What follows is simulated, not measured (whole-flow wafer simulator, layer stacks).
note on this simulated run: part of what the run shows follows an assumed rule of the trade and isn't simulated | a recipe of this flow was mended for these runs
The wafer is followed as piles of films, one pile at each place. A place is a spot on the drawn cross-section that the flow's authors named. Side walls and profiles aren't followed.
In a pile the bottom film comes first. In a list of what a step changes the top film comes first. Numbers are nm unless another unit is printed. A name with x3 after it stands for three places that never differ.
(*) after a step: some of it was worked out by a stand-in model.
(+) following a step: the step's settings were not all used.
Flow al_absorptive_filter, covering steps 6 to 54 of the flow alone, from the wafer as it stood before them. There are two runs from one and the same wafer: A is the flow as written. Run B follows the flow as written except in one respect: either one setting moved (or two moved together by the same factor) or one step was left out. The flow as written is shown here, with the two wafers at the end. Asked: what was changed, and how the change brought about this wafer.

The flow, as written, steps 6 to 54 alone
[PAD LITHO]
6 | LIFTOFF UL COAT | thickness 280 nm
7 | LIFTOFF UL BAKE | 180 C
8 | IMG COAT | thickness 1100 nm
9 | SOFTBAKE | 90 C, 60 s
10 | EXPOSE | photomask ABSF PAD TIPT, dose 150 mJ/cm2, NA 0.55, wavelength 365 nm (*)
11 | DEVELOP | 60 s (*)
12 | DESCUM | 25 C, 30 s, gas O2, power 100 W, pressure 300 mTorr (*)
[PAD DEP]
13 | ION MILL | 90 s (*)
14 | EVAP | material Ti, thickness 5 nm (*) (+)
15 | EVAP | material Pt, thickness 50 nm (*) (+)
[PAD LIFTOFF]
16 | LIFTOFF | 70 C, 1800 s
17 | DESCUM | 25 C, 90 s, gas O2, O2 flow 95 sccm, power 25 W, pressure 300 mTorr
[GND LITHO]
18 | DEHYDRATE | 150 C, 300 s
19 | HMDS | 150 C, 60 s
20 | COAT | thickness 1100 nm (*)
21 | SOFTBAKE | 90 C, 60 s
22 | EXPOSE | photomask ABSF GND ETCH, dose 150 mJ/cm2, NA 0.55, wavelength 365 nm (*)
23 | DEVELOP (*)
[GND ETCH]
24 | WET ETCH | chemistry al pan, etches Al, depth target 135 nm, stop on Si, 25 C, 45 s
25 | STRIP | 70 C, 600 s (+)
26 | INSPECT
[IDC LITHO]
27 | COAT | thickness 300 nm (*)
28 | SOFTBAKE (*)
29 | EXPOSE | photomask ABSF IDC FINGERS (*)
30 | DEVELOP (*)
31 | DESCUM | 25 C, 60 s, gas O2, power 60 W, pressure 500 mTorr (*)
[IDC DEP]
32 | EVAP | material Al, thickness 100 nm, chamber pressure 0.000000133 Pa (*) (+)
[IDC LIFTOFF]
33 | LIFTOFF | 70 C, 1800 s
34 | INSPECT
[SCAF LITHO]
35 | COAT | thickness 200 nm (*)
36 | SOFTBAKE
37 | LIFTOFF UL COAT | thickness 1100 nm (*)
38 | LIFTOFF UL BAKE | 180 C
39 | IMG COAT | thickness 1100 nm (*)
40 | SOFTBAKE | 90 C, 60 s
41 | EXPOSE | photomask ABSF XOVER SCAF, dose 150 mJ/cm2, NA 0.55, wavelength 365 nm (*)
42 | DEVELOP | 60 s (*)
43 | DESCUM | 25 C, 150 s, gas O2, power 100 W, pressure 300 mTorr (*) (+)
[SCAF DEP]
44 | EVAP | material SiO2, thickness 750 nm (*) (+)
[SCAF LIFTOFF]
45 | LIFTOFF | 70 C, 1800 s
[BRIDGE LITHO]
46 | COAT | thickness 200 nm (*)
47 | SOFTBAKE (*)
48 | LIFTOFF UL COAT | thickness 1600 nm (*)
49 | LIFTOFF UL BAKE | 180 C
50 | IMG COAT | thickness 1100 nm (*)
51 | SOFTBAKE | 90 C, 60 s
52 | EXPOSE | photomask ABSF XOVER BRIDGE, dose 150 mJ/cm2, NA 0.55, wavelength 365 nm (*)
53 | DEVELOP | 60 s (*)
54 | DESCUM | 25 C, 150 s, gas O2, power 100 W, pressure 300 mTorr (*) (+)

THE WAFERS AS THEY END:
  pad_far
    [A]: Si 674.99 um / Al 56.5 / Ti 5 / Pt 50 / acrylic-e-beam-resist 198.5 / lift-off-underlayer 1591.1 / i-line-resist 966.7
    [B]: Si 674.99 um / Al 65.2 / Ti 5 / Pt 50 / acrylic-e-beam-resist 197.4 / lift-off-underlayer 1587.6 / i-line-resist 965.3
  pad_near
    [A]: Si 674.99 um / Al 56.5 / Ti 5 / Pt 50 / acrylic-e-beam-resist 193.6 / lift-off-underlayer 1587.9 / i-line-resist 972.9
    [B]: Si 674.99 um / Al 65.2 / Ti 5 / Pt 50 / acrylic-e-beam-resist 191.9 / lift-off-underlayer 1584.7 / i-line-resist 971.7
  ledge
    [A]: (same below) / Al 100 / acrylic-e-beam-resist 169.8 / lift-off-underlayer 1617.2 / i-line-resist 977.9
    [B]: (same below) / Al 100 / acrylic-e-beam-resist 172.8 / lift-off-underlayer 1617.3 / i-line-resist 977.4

What caused this: step 13, ION MILL: 64 s was run, though the flow has 90 s.

Step by step, how the change led to this:
  13 | ION MILL | 90 s (*)
      gnd, ledge, res and 9 more: A -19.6 i-line-resist | B -14 i-line-resist
      pad_far, pad_near: A -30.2 Al | B -21.5 Al
